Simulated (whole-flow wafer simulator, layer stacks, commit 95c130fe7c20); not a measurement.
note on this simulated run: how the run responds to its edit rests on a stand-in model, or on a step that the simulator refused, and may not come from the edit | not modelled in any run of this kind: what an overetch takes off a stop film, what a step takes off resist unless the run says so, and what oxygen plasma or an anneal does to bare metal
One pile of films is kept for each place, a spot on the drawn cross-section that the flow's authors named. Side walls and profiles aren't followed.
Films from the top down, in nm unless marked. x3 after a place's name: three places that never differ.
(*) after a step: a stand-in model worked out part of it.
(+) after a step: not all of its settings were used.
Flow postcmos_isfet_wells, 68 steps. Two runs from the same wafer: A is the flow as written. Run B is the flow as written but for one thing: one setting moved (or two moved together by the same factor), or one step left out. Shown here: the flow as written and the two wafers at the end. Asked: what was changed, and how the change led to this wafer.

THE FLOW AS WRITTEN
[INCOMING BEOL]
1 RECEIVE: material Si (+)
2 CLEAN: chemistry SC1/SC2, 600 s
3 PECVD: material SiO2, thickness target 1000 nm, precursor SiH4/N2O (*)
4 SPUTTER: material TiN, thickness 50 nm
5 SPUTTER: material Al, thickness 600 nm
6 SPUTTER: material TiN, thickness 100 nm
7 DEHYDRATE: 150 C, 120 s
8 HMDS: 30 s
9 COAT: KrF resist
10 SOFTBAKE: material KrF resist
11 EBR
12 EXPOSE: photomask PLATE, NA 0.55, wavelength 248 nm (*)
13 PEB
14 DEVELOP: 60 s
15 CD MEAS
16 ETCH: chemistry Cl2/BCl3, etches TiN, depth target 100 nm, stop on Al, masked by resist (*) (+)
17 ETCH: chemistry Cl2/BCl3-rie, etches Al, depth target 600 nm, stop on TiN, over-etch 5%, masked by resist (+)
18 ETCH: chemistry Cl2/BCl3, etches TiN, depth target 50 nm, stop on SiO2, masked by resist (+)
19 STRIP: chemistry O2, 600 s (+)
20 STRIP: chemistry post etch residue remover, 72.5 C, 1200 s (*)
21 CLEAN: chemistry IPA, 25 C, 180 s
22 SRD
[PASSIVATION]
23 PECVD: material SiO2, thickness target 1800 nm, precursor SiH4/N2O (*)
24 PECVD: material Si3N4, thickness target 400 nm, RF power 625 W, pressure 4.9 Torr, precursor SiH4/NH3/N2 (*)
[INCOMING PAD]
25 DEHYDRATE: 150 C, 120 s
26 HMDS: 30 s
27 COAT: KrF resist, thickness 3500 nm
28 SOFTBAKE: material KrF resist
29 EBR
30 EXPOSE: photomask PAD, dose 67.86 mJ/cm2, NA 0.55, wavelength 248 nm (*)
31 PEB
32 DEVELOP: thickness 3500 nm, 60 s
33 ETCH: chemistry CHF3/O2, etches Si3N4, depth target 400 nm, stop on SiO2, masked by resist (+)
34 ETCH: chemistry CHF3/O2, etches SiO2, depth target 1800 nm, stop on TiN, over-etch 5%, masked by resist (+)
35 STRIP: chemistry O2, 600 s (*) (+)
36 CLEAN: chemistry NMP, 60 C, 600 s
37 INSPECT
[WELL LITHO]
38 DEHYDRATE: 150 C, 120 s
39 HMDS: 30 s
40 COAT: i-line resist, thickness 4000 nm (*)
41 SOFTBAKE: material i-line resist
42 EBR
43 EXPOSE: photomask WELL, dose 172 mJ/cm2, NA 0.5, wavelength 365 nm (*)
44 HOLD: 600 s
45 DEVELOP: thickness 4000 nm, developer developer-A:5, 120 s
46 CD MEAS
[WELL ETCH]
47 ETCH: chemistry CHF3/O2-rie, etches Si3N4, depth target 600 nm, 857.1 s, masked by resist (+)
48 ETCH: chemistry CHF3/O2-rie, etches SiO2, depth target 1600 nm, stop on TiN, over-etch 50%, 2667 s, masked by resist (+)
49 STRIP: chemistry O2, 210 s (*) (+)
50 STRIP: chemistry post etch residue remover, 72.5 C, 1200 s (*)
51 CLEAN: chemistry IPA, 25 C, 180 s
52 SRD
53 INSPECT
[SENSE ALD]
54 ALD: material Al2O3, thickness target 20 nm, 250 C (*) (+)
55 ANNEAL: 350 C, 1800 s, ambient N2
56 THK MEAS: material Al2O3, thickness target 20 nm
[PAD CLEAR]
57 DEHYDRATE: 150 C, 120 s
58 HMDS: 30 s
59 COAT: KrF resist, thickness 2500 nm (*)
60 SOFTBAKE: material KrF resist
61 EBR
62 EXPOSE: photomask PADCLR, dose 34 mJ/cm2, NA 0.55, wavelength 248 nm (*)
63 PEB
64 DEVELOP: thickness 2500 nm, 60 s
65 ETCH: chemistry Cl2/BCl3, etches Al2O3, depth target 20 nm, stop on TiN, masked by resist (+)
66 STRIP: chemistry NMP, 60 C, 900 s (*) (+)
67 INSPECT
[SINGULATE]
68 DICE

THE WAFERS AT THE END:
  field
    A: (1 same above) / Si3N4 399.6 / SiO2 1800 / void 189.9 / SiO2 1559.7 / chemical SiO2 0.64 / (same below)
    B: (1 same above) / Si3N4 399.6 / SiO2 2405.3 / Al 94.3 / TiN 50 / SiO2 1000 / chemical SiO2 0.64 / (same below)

The cause: step 17, ETCH: depth target 450 nm was run, where the flow has depth target 600 nm.

How the change led to this, step by step:
  17 ETCH: chemistry Cl2/BCl3-rie, etches Al, depth target 600 nm, stop on TiN, over-etch 5%, masked by resist (+)
      field: A Al -600 (all of it) | B Al -450
      margin, well900, well1300 x3, pad_rim, pad_clr, pad_open: A KrF resist -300 | B KrF resist -225
  18 ETCH: chemistry Cl2/BCl3, etches TiN, depth target 50 nm, stop on SiO2, masked by resist (+)
      field: A TiN -50 (all of it) | B Al -50
  19 STRIP: chemistry O2, 600 s (+)
      margin, well900, well1300 x3, pad_rim, pad_clr, pad_open: A KrF resist -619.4 (all of it) | B KrF resist -694.4 (all of it)
  20 STRIP: chemistry post etch residue remover, 72.5 C, 1200 s (*)
      field: A nothing | B Al -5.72
  23 PECVD: material SiO2, thickness target 1800 nm, precursor SiH4/N2O (*)
      field: A SiO2 +1800 (new film), void +189.9 (new film), SiO2 +559.7 | B SiO2 +2405.3 (new film)
Counting metal films that touch as one body, field has 1 body; the flow as written gives 0 bodies.
